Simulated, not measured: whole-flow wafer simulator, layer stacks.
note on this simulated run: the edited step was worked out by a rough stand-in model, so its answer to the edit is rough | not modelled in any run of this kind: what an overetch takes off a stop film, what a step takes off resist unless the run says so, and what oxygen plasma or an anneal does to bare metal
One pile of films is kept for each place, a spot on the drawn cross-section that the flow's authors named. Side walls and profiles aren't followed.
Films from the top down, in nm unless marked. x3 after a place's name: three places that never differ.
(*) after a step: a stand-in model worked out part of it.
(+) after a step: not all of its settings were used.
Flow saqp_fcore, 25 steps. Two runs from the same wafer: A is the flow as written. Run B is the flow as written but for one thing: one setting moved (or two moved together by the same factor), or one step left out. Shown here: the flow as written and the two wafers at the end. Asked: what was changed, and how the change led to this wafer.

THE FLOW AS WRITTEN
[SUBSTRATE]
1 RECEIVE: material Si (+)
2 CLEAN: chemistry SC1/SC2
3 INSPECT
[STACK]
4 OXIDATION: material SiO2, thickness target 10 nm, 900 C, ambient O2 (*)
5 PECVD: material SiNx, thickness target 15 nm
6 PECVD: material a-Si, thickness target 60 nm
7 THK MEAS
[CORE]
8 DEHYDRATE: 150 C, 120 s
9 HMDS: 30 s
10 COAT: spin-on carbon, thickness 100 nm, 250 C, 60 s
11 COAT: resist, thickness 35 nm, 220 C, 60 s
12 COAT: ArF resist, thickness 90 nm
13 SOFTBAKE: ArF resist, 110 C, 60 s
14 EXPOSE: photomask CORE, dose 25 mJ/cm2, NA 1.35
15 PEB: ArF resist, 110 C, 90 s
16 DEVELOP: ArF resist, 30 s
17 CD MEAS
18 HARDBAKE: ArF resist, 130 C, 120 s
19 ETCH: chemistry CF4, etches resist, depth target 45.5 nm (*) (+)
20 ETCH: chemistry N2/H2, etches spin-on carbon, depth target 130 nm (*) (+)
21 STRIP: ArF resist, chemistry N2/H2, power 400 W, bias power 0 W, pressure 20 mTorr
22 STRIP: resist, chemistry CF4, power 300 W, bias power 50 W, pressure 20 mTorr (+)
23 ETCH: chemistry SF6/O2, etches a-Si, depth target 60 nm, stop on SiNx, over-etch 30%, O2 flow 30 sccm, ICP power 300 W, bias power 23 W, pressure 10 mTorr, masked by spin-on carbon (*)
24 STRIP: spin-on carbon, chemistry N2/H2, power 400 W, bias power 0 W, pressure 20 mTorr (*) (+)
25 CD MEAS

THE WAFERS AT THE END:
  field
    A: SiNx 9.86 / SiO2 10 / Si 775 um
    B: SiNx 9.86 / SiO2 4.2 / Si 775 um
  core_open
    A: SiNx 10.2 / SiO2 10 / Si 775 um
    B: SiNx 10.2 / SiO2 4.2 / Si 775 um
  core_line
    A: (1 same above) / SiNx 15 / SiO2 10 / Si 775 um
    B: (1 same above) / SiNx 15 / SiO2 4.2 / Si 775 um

The cause: step 4, OXIDATION: thickness target 4.2 nm was run, where the flow has thickness target 10 nm.
It can be read off the wafer: field has SiO2 4.2, and step 4 as written asks for 10 nm.

How the change led to this, step by step:
  4 OXIDATION: material SiO2, thickness target 10 nm, 900 C, ambient O2 (*)
      field, core_open, core_line: A SiO2 +10 (new film), chemical SiO2 -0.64 (all of it), Si -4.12 | B SiO2 +4.2 (new film), chemical SiO2 -0.64 (all of it), Si -1.56
